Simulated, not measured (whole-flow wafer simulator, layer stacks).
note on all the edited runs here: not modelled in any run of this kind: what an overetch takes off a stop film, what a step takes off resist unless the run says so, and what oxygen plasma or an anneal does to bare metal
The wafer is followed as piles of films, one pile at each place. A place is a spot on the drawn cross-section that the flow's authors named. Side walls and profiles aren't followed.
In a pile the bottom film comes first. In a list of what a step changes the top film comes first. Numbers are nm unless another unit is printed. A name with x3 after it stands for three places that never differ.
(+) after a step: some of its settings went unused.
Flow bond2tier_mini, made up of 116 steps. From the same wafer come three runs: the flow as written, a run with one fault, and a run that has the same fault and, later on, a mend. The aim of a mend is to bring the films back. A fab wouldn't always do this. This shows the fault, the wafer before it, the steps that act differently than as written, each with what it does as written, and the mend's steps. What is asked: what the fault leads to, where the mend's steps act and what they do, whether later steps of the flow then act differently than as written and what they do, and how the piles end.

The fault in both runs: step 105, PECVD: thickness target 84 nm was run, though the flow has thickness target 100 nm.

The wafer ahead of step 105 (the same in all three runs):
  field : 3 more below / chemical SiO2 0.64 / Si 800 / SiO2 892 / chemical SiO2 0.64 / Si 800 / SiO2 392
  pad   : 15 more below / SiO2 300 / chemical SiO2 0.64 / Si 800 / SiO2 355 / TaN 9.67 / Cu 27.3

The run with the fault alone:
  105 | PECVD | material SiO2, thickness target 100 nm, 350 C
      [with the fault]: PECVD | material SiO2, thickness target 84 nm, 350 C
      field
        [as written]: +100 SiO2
        [with the fault]: +84 SiO2
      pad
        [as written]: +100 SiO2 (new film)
        [with the fault]: +84 SiO2 (new film)
  Steps later in the flow that act otherwise than as written (2 more steps, not shown, differ only slightly: by at most 2% or 0.5 nm, whichever is larger):
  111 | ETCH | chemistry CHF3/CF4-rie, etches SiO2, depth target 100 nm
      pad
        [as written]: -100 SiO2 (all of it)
        [with the fault]: -84 SiO2 (all of it), -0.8 Cu
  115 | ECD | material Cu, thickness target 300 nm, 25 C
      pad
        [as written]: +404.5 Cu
        [with the fault]: +388.6 Cu
  By the end, the piles at field, pad depart from the flow's by more than 2% or 0.5 nm, whichever is larger.
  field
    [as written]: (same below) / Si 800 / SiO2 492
    [with the fault]: (same below) / Si 800 / SiO2 476
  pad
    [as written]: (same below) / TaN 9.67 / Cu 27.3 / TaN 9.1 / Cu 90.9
    [with the fault]: (same below) / TaN 9.67 / Cu 26.5 / TaN 9.28 / Cu 75.5

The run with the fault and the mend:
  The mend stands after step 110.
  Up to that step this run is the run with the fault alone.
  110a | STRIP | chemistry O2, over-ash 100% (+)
      field
        -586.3 KrF resist (all of it)
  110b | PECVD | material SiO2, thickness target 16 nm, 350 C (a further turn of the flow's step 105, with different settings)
      field, pad
        +16 SiO2
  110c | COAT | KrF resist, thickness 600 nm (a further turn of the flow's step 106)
      field, pad
        +600 KrF resist (new film)
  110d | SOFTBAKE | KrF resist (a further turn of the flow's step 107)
      leaves every film unchanged at each place that is followed
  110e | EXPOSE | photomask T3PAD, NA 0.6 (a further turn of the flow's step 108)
      leaves every film unchanged at each place that is followed
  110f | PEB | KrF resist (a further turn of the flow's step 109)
      leaves every film unchanged at each place that is followed
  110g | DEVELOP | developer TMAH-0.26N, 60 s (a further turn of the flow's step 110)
      field
        -13.7 KrF resist
      pad
        -600 KrF resist (all of it)
  Every later step of the flow that is run acts as written at every place that is followed.
  By the end, the piles equal the flow's at every place that both follow.
